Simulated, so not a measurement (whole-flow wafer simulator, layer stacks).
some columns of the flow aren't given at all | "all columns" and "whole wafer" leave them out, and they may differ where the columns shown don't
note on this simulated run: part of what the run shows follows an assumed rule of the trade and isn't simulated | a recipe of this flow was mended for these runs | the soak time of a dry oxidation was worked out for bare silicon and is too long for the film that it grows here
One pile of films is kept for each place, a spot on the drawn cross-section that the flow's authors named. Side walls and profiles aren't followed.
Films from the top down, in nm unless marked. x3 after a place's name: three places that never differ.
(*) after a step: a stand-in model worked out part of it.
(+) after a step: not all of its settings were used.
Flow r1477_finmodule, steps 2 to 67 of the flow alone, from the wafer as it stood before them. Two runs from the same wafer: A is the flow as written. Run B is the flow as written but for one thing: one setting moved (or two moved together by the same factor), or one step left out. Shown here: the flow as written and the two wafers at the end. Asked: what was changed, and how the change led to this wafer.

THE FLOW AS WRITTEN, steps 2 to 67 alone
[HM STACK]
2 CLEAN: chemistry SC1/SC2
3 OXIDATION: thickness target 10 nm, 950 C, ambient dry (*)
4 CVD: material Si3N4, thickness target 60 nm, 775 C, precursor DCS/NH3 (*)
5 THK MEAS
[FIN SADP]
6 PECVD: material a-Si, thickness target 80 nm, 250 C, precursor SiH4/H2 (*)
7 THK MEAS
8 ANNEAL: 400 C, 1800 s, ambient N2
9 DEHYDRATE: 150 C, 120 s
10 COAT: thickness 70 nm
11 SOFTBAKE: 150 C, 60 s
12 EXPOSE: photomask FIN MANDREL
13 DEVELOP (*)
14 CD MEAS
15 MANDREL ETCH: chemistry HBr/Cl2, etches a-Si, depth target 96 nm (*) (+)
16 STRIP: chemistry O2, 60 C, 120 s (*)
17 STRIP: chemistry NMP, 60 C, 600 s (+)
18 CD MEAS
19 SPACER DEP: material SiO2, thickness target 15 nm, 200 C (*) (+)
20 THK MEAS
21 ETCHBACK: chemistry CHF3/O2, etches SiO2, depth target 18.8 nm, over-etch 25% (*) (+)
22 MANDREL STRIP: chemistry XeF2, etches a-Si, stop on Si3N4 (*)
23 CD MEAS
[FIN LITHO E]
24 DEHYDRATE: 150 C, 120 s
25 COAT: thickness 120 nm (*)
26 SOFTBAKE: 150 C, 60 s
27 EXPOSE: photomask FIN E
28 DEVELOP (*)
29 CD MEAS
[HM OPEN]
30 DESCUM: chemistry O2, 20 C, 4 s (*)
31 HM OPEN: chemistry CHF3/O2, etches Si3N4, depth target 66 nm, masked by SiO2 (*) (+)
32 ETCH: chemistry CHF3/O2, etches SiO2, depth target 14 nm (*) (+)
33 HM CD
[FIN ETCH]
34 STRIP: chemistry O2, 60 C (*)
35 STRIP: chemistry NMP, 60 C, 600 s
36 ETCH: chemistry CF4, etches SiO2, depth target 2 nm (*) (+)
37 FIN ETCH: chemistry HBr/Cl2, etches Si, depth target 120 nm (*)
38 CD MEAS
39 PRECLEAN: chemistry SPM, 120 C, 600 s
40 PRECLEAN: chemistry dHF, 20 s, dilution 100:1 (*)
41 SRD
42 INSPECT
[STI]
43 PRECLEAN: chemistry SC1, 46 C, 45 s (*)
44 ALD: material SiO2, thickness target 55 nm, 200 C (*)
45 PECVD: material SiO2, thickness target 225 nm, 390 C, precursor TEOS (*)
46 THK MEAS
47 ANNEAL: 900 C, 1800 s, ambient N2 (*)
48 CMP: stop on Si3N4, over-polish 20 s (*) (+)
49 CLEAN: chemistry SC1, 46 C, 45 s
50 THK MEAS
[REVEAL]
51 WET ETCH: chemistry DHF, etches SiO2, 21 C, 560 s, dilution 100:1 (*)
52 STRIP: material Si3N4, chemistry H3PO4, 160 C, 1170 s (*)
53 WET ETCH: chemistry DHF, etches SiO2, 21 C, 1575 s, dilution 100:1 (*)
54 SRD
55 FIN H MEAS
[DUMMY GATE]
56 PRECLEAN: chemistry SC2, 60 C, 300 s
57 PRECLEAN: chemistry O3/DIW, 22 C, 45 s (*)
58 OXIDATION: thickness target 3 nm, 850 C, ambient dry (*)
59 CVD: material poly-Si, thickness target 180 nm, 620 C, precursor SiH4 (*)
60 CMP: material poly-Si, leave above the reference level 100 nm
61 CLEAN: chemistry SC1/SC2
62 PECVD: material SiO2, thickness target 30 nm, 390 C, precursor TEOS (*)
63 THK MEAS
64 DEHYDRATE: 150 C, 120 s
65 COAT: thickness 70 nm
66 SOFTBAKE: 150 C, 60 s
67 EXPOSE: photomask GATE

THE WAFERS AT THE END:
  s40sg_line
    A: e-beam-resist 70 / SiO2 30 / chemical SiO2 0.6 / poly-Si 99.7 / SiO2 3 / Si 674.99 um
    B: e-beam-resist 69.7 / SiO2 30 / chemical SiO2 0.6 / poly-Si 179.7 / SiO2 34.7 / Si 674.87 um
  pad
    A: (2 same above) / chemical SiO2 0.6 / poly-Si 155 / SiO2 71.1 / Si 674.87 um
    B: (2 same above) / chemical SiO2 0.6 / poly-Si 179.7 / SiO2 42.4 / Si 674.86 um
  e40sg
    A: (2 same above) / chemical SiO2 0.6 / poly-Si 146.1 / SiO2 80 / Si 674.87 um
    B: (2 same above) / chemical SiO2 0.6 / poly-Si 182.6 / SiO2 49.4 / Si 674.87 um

The cause: step 4, CVD: thickness target 38.4 nm was run, where the flow has thickness target 60 nm; step 15, MANDREL ETCH: depth target 61.4 nm was run, where the flow has depth target 96 nm.

How the change led to this, step by step:
  4 CVD: material Si3N4, thickness target 60 nm, 775 C, precursor DCS/NH3 (*)
      pad, padg, elg and 33 more: A Si3N4 +60 (new film) | B Si3N4 +38.4 (new film)
  15 MANDREL ETCH: chemistry HBr/Cl2, etches a-Si, depth target 96 nm (*) (+)
      pad, padg, elg and 27 more: A a-Si -80 (all of it), Si3N4 -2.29 | B a-Si -61.4
      s40cg, s45cg, s50cg, s40co, s45co, s50co: A e-beam-resist -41 | B e-beam-resist -27.7
  16 STRIP: chemistry O2, 60 C, 120 s (*)
      pad, padg, elg and 27 more: A nothing | B chemical SiO2 +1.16 (new film), a-Si -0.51
      s40cg, s45cg, s50cg, s40co, s45co, s50co: A chemical SiO2 +0.89 (new film), e-beam-resist -29 (all of it), a-Si -0.39 | B chemical SiO2 +0.57 (new film), e-beam-resist -42.3 (all of it), a-Si -0.25
  21 ETCHBACK: chemistry CHF3/O2, etches SiO2, depth target 18.8 nm, over-etch 25% (*) (+)
      pad, padg, elg and 21 more: A SiO2 -15 (all of it), Si3N4 -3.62 | B SiO2 -15 (all of it), chemical SiO2 -1.16 (all of it), a-Si -0.53
  22 MANDREL STRIP: chemistry XeF2, etches a-Si, stop on Si3N4 (*)
      pad, padg, elg and 21 more: A nothing | B a-Si -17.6 (all of it)
      s40sg_line, s45sg_line, s50sg_line, s40so_line, s45so_line, s50so_line: A nothing | B under 1 film: chemical SiO2 -1.16 (all of it), a-Si -18.1 (all of it)
  25 COAT: thickness 120 nm (*)
      s40cg, s40co: A e-beam-resist +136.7 (new film) | B e-beam-resist +123.8 (new film)
      s40sg, s40so: A e-beam-resist +142.6 (new film) | B e-beam-resist +123.8 (new film)
      (and at 14 more places)
  28 DEVELOP (*)
      s40cg, s40co: A e-beam-resist -136.7 (all of it) | B e-beam-resist -123.8 (all of it)
      s40sg, s40so: A e-beam-resist -142.6 (all of it) | B e-beam-resist -123.8 (all of it)
      (and at 14 more places)
  31 HM OPEN: chemistry CHF3/O2, etches Si3N4, depth target 66 nm, masked by SiO2 (*) (+)
      pad, padg, esg and 13 more: A Si3N4 -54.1 (all of it), SiO2 -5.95 | B Si3N4 -38.4 (all of it), SiO2 -10 (all of it), Si -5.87
      s40cg, s45cg, s50cg, s40co, s45co, s50co: A Si3N4 -60 (all of it), SiO2 -3 | B Si3N4 -38.4 (all of it), SiO2 -10 (all of it), Si -5.87
      (and at 6 more places)
  32 ETCH: chemistry CHF3/O2, etches SiO2, depth target 14 nm (*) (+)
      s40cg, s45cg, s50cg, s40co, s45co, s50co: A SiO2 -7 (all of it), Si -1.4 | B Si -2.78
      s40sg, s45sg, s50sg, s40so, s45so, s50so: A SiO2 -4.05 (all of it), Si -1.99 | B Si -2.78
      (and at 16 more places)
  34 STRIP: chemistry O2, 60 C (*)
      s40sg_line, s45sg_line, s50sg_line, s40so_line, s45so_line, s50so_line: A nothing | B chemical SiO2 +1.2 (new film), Si -0.53
  36 ETCH: chemistry CF4, etches SiO2, depth target 2 nm (*) (+)
      elg, e40lg, e100lg, e200lg, elo, e40lo, e100lo, e200lo: A Si3N4 -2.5 | B nothing
      s40sg_line, s45sg_line, s50sg_line, s40so_line, s45so_line, s50so_line: A SiO2 -2 | B chemical SiO2 -1.2 (all of it), Si -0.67
  37 FIN ETCH: chemistry HBr/Cl2, etches Si, depth target 120 nm (*)
      s40sg_line, s45sg_line, s50sg_line, s40so_line, s45so_line, s50so_line: A SiO2 -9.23 | B Si -120
  39 PRECLEAN: chemistry SPM, 120 C, 600 s
      s40sg_line, s45sg_line, s50sg_line, s40so_line, s45so_line, s50so_line: A nothing | B chemical SiO2 +0.8 (new film), Si -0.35
  40 PRECLEAN: chemistry dHF, 20 s, dilution 100:1 (*)
      s40sg_line, s45sg_line, s50sg_line, s40so_line, s45so_line, s50so_line: A SiO2 -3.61 | B chemical SiO2 -0.8 (all of it)
  43 PRECLEAN: chemistry SC1, 46 C, 45 s (*)
      s40sg_line, s45sg_line, s50sg_line, s40so_line, s45so_line, s50so_line: A SiO2 -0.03 | B chemical SiO2 +0.48 (new film), Si -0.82
  44 ALD: material SiO2, thickness target 55 nm, 200 C (*)
      s40sg_line, s45sg_line, s50sg_line, s40so_line, s45so_line, s50so_line: A SiO2 +55 | B SiO2 +55.1 (new film)
      esg, eso: A SiO2 +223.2 (new film) | B SiO2 +216.2 (new film)
      (and at 18 more places)
  ... 8 more steps ...
  60 CMP: material poly-Si, leave above the reference level 100 nm
      s40cg, s40sg, s40sg_line and 15 more: A poly-Si -80 | B nothing
      pad, padg: A poly-Si -24.8 | B nothing
      (and at 2 more places)
